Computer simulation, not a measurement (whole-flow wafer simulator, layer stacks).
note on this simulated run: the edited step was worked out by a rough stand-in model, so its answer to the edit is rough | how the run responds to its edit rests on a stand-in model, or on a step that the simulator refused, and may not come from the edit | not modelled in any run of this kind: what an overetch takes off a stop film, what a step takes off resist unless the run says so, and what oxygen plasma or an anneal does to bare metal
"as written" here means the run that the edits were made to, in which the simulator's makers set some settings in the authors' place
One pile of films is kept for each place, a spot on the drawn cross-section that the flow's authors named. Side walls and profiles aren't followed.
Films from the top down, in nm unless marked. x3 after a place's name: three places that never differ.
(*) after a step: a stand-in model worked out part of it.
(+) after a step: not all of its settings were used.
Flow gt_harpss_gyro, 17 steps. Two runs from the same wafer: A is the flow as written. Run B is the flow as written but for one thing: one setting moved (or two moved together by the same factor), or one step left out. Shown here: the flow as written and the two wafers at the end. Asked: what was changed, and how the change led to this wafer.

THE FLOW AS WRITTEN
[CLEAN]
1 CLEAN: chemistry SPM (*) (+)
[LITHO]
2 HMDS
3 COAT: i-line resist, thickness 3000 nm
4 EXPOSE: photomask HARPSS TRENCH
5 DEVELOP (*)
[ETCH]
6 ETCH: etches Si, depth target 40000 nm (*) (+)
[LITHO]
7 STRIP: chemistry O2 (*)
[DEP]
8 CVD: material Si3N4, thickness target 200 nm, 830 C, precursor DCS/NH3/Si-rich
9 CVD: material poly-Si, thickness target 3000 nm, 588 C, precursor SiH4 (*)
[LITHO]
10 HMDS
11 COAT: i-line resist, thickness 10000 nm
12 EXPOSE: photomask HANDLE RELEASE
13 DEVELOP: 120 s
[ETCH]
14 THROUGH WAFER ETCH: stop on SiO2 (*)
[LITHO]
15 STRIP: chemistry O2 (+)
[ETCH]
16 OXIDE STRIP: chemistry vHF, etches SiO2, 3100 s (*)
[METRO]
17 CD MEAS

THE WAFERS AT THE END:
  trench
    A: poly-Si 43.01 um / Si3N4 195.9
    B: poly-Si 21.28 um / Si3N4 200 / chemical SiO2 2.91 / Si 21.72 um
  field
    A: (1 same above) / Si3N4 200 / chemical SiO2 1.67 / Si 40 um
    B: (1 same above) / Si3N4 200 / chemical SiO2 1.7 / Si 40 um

The cause: step 6, ETCH: depth target 18280 nm was run, where the flow has depth target 40000 nm.

How the change led to this, step by step:
  6 ETCH: etches Si, depth target 40000 nm (*) (+)
      trench: A chemical SiO2 -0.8 (all of it), Si -40 um (all of it) | B chemical SiO2 -0.8 (all of it), Si -18.28 um
      field: A i-line resist -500 | B i-line resist -228.5
  7 STRIP: chemistry O2 (*)
      trench: A nothing | B chemical SiO2 +2.91 (new film), Si -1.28
      field: A i-line resist -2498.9 (all of it), chemical SiO2 +0.87, Si -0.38 | B i-line resist -2770.4 (all of it), chemical SiO2 +0.9, Si -0.4
  8 CVD: material Si3N4, thickness target 200 nm, 830 C, precursor DCS/NH3/Si-rich
      trench: A Si3N4 +195.9 (new film) | B Si3N4 +200 (new film)
  9 CVD: material poly-Si, thickness target 3000 nm, 588 C, precursor SiH4 (*)
      trench: A poly-Si +43.01 um (new film) | B poly-Si +21.28 um (new film)
